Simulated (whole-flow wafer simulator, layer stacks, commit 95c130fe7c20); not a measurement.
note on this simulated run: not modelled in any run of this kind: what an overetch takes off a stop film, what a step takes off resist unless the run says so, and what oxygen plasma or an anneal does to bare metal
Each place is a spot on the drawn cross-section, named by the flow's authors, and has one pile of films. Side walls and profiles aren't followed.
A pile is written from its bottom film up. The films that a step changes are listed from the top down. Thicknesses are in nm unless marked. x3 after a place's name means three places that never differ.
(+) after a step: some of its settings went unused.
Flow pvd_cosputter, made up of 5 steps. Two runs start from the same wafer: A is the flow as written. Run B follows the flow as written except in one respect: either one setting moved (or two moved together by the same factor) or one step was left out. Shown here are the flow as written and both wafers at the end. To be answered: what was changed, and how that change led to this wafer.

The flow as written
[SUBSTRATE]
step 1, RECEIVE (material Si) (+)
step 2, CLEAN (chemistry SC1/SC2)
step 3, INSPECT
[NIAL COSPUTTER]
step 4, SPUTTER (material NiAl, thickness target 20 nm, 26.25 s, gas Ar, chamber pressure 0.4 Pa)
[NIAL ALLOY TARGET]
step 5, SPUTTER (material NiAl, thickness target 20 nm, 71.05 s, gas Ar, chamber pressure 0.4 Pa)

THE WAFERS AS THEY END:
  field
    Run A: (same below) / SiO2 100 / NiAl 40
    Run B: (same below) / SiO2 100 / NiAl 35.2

What caused this: step 5, SPUTTER: thickness target 15.18 nm was run, while the flow as written has thickness target 20 nm; step 5, SPUTTER: 53.93 s was run, where the flow has 71.05 s.

Step by step, how the change led to this:
  step 5, SPUTTER (material NiAl, thickness target 20 nm, 71.05 s, gas Ar, chamber pressure 0.4 Pa)
      field: A +20 NiAl | B +15.2 NiAl
